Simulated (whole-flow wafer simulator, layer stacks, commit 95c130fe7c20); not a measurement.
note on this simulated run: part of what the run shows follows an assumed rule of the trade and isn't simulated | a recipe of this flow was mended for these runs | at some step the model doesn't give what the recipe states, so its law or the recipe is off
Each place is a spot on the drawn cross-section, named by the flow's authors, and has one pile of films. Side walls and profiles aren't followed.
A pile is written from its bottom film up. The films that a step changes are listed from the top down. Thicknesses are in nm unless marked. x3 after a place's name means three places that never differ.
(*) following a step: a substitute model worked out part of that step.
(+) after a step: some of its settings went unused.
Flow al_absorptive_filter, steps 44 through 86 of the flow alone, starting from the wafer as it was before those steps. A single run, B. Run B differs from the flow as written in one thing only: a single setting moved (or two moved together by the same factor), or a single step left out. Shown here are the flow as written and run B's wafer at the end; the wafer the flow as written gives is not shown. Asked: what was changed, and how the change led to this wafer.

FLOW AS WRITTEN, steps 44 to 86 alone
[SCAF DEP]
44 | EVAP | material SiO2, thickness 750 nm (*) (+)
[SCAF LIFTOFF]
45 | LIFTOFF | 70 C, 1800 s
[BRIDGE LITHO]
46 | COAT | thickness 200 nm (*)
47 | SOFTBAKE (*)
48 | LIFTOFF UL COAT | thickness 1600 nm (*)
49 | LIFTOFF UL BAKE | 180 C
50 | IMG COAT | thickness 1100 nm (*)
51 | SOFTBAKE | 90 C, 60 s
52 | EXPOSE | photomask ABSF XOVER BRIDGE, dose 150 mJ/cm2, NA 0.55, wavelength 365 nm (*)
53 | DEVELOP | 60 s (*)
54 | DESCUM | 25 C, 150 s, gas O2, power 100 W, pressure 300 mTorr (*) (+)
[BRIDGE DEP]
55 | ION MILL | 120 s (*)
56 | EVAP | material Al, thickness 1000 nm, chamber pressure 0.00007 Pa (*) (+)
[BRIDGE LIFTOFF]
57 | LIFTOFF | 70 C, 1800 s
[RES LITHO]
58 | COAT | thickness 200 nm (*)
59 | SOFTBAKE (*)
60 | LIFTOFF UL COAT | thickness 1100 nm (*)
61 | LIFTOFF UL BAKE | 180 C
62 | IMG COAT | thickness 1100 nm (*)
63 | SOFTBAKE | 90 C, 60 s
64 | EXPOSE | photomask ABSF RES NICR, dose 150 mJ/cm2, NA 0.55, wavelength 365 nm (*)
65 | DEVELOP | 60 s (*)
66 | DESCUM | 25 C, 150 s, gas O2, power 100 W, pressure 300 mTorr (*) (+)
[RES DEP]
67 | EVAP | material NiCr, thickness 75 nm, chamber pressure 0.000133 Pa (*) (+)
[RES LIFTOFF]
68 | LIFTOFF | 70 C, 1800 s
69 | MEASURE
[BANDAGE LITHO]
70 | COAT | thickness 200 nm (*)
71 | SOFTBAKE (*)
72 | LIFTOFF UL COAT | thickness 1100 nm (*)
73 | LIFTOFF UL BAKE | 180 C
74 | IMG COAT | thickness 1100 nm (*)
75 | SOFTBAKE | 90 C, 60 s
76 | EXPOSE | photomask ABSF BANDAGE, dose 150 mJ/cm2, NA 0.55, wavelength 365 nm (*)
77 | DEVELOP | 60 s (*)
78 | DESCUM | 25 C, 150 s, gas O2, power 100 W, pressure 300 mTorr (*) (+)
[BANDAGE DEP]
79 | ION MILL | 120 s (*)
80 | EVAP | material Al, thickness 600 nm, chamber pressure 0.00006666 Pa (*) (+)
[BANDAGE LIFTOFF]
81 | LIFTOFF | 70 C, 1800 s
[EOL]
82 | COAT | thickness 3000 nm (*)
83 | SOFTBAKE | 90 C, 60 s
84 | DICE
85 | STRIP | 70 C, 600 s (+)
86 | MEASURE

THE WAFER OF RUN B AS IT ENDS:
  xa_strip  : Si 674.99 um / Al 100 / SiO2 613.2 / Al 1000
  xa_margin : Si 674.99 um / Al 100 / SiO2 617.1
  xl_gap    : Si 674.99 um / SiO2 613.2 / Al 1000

Cause: step 44, EVAP: thickness 637.5 nm was run, though the flow has thickness 750 nm.

Step by step, how the change led to this:
  44 | EVAP | material SiO2, thickness 750 nm (*) (+)
      gnd, pad_far, pad_near and 10 more: SiO2 gains 637.5 (new film) (in the flow as written it would be: SiO2 gains 750 (new film))
      xa_margin: SiO2 gains 617.1 (new film) (in the flow as written it would be: SiO2 gains 726 (new film))
  45 | LIFTOFF | 70 C, 1800 s
      gnd, xa_field, xl_land, idc_field: SiO2 loses 637.5 (all of it), i-line-resist loses 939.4 (all of it), lift-off-underlayer loses 1100 (all of it), acrylic-e-beam-resist loses 200 (all of it) (in the flow as written it would be: SiO2 loses 750 (all of it), i-line-resist loses 939.4 (all of it), lift-off-underlayer loses 1100 (all of it), acrylic-e-beam-resist loses 200 (all of it))
      pad_far: SiO2 loses 637.5 (all of it), i-line-resist loses 937 (all of it), lift-off-underlayer loses 1092.7 (all of it), acrylic-e-beam-resist loses 198.5 (all of it) (in the flow as written it would be: SiO2 loses 750 (all of it), i-line-resist loses 937 (all of it), lift-off-underlayer loses 1092.7 (all of it), acrylic-e-beam-resist loses 198.5 (all of it))
      (and at 5 other places as well)
  46 | COAT | thickness 200 nm (*)
      xa_margin: acrylic-e-beam-resist gains 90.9 (new film) (in the flow as written it would be: acrylic-e-beam-resist gains 87.1 (new film))
      xa_strip: acrylic-e-beam-resist gains 165.8 (new film) (in the flow as written it would be: acrylic-e-beam-resist gains 156.7 (new film))
      (and at 2 other places as well)
  48 | LIFTOFF UL COAT | thickness 1600 nm (*)
      xa_margin: lift-off-underlayer gains 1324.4 (new film) (in the flow as written it would be: lift-off-underlayer gains 1268 (new film))
      xa_strip: lift-off-underlayer gains 1266.2 (new film) (in the flow as written it would be: lift-off-underlayer gains 1219 (new film))
      (and at 2 other places as well)
  50 | IMG COAT | thickness 1100 nm (*)
      xa_strip: i-line-resist gains 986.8 (new film) (in the flow as written it would be: i-line-resist gains 962 (new film))
      xl_turn: i-line-resist gains 994.2 (new film) (in the flow as written it would be: i-line-resist gains 969.7 (new film))
  53 | DEVELOP | 60 s (*)
      xa_strip: i-line-resist loses 985.2 (all of it), lift-off-underlayer loses 1266.2 (all of it) (in the flow as written it would be: i-line-resist loses 960.1 (all of it), lift-off-underlayer loses 1219 (all of it))
      xl_gap: i-line-resist loses 1020.3 (all of it), lift-off-underlayer loses 1372 (all of it) (in the flow as written it would be: i-line-resist loses 1001.2 (all of it), lift-off-underlayer loses 1316.9 (all of it))
      (and at 1 other place as well)
  54 | DESCUM | 25 C, 150 s, gas O2, power 100 W, pressure 300 mTorr (*) (+)
      xa_strip: acrylic-e-beam-resist loses 165.8 (all of it) (in the flow as written it would be: acrylic-e-beam-resist loses 156.7 (all of it))
      xl_gap: acrylic-e-beam-resist loses 107.8 (all of it) (in the flow as written it would be: acrylic-e-beam-resist loses 97.9 (all of it))
      (and at 1 other place as well)
  57 | LIFTOFF | 70 C, 1800 s
      xa_margin: Al loses 1000 (all of it), i-line-resist loses 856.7 (all of it), lift-off-underlayer loses 1324.4 (all of it), acrylic-e-beam-resist loses 90.9 (all of it) (in the flow as written it would be: Al loses 1000 (all of it), i-line-resist loses 836.1 (all of it), lift-off-underlayer loses 1268 (all of it), acrylic-e-beam-resist loses 87.1 (all of it))
  58 | COAT | thickness 200 nm (*)
      xa_margin: acrylic-e-beam-resist gains 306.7 (new film) (in the flow as written it would be: acrylic-e-beam-resist gains 288.1 (new film))
      xa_strip: acrylic-e-beam-resist gains 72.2 (new film) (in the flow as written it would be: acrylic-e-beam-resist gains 66.9 (new film))
      (and at 2 other places as well)
  60 | LIFTOFF UL COAT | thickness 1100 nm (*)
      xa_margin: lift-off-underlayer gains 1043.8 (new film) (in the flow as written it would be: lift-off-underlayer gains 1021 (new film))
      xa_strip: lift-off-underlayer gains 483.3 (new film) (in the flow as written it would be: lift-off-underlayer gains 459.8 (new film))
      (and at 2 other places as well)
  62 | IMG COAT | thickness 1100 nm (*)
      xa_margin: i-line-resist gains 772 (new film) (in the flow as written it would be: i-line-resist gains 741.1 (new film))
      xa_strip: i-line-resist gains 619.3 (new film) (in the flow as written it would be: i-line-resist gains 577.9 (new film))
      (and at 2 other places as well)
  68 | LIFTOFF | 70 C, 1800 s
      xa_margin: NiCr loses 75 (all of it), i-line-resist loses 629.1 (all of it), lift-off-underlayer loses 1043.8 (all of it), acrylic-e-beam-resist loses 306.7 (all of it) (in the flow as written it would be: NiCr loses 75 (all of it), i-line-resist loses 598.1 (all of it), lift-off-underlayer loses 1021 (all of it), acrylic-e-beam-resist loses 288.1 (all of it))
      xa_strip: NiCr loses 75 (all of it), i-line-resist loses 474.7 (all of it), lift-off-underlayer loses 483.3 (all of it), acrylic-e-beam-resist loses 72.2 (all of it) (in the flow as written it would be: NiCr loses 75 (all of it), i-line-resist loses 433.3 (all of it), lift-off-underlayer loses 459.8 (all of it), acrylic-e-beam-resist loses 66.9 (all of it))
      (and at 2 other places as well)
  70 | COAT | thickness 200 nm (*)
      xa_margin: acrylic-e-beam-resist gains 306.7 (new film) (in the flow as written it would be: acrylic-e-beam-resist gains 288.1 (new film))
      xa_strip: acrylic-e-beam-resist gains 72.2 (new film) (in the flow as written it would be: acrylic-e-beam-resist gains 66.9 (new film))
      (and at 2 other places as well)
  72 | LIFTOFF UL COAT | thickness 1100 nm (*)
      xa_margin: lift-off-underlayer gains 1043.8 (new film) (in the flow as written it would be: lift-off-underlayer gains 1021 (new film))
      xa_strip: lift-off-underlayer gains 483.3 (new film) (in the flow as written it would be: lift-off-underlayer gains 459.8 (new film))
      (and at 2 other places as well)
  74 | IMG COAT | thickness 1100 nm (*)
      xa_margin: i-line-resist gains 772 (new film) (in the flow as written it would be: i-line-resist gains 741.1 (new film))
      xa_strip: i-line-resist gains 619.3 (new film) (in the flow as written it would be: i-line-resist gains 577.9 (new film))
      (and at 2 other places as well)
  81 | LIFTOFF | 70 C, 1800 s
      xa_margin: Al loses 600 (all of it), i-line-resist loses 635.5 (all of it), lift-off-underlayer loses 1043.8 (all of it), acrylic-e-beam-resist loses 306.7 (all of it) (in the flow as written it would be: Al loses 600 (all of it), i-line-resist loses 604.4 (all of it), lift-off-underlayer loses 1021 (all of it), acrylic-e-beam-resist loses 288.1 (all of it))
      xa_strip: Al loses 600 (all of it), i-line-resist loses 481 (all of it), lift-off-underlayer loses 483.3 (all of it), acrylic-e-beam-resist loses 72.2 (all of it) (in the flow as written it would be: Al loses 600 (all of it), i-line-resist loses 439.6 (all of it), lift-off-underlayer loses 459.8 (all of it), acrylic-e-beam-resist loses 66.9 (all of it))
      (and at 2 other places as well)
  ... another 2 steps ...
  85 | STRIP | 70 C, 600 s (+)
      xa_margin: i-line-resist loses 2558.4 (all of it) (in the flow as written it would be: i-line-resist loses 2469.3 (all of it))
      xa_strip: i-line-resist loses 1568.5 (all of it) (in the flow as written it would be: i-line-resist loses 1477 (all of it))
      (and at 2 other places as well)
